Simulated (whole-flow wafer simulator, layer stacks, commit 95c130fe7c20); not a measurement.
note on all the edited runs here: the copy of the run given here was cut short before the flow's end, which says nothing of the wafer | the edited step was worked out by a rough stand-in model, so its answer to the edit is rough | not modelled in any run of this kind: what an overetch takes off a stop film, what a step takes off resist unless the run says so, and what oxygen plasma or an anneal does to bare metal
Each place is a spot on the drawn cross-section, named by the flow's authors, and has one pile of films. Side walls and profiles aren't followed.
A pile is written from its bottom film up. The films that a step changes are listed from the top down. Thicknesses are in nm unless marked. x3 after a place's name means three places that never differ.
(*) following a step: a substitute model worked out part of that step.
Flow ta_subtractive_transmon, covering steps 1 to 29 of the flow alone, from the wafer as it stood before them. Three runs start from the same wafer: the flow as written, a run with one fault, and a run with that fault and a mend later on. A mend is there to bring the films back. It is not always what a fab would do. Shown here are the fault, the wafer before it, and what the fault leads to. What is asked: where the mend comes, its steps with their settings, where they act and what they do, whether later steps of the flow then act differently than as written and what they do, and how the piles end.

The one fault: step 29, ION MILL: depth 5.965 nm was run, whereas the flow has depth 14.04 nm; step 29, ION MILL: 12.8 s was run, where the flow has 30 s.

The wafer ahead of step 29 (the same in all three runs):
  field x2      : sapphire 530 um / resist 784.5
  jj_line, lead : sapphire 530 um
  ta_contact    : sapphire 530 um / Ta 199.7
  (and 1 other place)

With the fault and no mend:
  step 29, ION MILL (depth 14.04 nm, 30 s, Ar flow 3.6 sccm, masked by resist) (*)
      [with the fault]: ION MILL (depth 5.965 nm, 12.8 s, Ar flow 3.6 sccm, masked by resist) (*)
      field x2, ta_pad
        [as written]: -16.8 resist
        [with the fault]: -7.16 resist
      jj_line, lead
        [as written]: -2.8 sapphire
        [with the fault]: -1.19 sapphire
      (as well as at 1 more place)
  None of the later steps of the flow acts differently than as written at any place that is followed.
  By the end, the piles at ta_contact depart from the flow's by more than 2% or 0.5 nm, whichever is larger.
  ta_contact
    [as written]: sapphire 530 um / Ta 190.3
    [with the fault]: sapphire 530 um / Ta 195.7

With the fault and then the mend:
  After step 29 comes the mend.
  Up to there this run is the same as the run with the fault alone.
  step 29a, ION MILL (depth 8.071 nm, 17.25 s, Ar flow 3.6 sccm, masked by resist) (*) (a further turn of the flow's step 29, with different settings)
      field x2, ta_pad
        -9.65 resist
      jj_line, lead
        -1.61 sapphire
      ta_contact
        -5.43 Ta
  None of the later steps of the flow acts differently than as written at any place that is followed.
  The piles end only slightly different from the flow's at the places that both follow, by no more than 2% or 0.5 nm, whichever is larger.
